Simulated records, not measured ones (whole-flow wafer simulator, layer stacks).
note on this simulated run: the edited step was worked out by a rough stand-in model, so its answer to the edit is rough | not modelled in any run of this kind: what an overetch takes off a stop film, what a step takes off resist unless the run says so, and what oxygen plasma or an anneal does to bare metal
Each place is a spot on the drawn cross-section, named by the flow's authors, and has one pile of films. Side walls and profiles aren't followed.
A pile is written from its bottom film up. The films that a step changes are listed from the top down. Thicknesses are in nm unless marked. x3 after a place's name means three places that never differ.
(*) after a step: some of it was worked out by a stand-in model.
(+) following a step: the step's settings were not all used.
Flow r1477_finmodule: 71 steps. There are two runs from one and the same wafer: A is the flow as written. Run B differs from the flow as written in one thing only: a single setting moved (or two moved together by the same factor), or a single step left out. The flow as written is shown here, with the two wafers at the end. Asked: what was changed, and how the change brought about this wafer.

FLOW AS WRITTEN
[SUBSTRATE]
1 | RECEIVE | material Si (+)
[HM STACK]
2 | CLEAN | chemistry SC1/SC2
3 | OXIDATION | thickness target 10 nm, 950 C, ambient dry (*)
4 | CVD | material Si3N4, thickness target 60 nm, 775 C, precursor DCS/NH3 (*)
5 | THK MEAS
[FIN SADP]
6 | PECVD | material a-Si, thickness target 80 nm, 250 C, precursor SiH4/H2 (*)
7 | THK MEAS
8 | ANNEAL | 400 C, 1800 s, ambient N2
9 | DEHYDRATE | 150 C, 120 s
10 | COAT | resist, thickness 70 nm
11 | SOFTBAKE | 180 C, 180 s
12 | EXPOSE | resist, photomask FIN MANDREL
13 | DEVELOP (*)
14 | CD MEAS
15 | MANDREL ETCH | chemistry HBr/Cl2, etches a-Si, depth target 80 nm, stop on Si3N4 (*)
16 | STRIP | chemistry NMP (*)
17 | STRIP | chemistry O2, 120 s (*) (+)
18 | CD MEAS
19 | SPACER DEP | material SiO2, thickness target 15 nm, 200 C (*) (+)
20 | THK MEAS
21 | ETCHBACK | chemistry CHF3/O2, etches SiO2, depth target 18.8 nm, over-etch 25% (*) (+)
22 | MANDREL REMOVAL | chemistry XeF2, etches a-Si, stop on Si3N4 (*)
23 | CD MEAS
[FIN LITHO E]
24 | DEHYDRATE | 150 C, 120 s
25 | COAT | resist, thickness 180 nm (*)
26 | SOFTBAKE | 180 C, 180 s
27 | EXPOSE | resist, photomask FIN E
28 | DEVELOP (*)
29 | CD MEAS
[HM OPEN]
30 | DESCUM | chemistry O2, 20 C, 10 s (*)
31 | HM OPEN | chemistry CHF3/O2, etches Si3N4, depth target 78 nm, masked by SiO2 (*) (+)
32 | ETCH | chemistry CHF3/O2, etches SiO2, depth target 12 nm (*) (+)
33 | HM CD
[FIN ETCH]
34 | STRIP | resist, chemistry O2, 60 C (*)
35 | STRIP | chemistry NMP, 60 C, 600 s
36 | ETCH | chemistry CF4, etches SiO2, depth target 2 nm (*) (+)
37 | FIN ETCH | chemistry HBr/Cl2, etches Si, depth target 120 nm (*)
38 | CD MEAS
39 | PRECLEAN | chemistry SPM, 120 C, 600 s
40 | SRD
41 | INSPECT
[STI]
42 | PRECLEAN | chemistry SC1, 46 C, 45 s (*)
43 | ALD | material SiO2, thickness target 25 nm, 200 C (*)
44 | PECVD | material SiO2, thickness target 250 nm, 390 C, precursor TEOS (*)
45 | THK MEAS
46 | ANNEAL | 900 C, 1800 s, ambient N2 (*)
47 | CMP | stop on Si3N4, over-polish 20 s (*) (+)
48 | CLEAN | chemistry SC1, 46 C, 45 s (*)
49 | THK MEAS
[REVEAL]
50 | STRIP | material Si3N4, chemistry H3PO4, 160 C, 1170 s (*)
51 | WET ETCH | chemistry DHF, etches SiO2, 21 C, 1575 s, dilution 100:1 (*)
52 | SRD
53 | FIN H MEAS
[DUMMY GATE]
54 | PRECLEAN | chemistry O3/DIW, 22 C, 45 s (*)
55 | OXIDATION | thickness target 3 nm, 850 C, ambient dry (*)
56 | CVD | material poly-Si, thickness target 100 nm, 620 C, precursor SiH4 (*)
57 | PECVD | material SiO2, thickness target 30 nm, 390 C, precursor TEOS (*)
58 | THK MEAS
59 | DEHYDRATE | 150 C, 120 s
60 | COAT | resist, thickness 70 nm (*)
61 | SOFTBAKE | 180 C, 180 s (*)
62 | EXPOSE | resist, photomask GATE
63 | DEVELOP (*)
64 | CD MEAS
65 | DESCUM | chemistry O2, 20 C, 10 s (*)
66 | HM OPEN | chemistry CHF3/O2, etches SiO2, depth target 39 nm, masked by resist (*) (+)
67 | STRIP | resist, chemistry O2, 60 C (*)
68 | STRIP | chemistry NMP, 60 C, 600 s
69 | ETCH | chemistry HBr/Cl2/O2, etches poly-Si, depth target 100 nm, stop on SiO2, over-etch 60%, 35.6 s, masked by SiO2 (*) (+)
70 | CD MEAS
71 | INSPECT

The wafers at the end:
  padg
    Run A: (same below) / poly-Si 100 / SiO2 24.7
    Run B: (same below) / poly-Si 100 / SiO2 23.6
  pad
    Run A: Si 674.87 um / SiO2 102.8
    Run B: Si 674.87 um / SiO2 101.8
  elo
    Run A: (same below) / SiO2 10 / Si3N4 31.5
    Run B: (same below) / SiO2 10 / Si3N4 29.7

What caused this: step 69, ETCH: depth target 120 nm was run, while the flow as written has depth target 100 nm; step 69, ETCH: 42.7 s was run, where the flow has 35.6 s.

Step by step, how the change led to this:
  69 | ETCH | chemistry HBr/Cl2/O2, etches poly-Si, depth target 100 nm, stop on SiO2, over-etch 60%, 35.6 s, masked by SiO2 (*) (+)
      padg, elg, esg and 15 more: A SiO2 loses 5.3 | B SiO2 loses 6.36
      pad, eso, e40so and 8 more: A chemical SiO2 loses 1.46 (all of it), poly-Si loses 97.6 (all of it), SiO2 loses 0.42 | B chemical SiO2 loses 1.46 (all of it), poly-Si loses 97.6 (all of it), SiO2 loses 1.48
      (also at 7 further places)
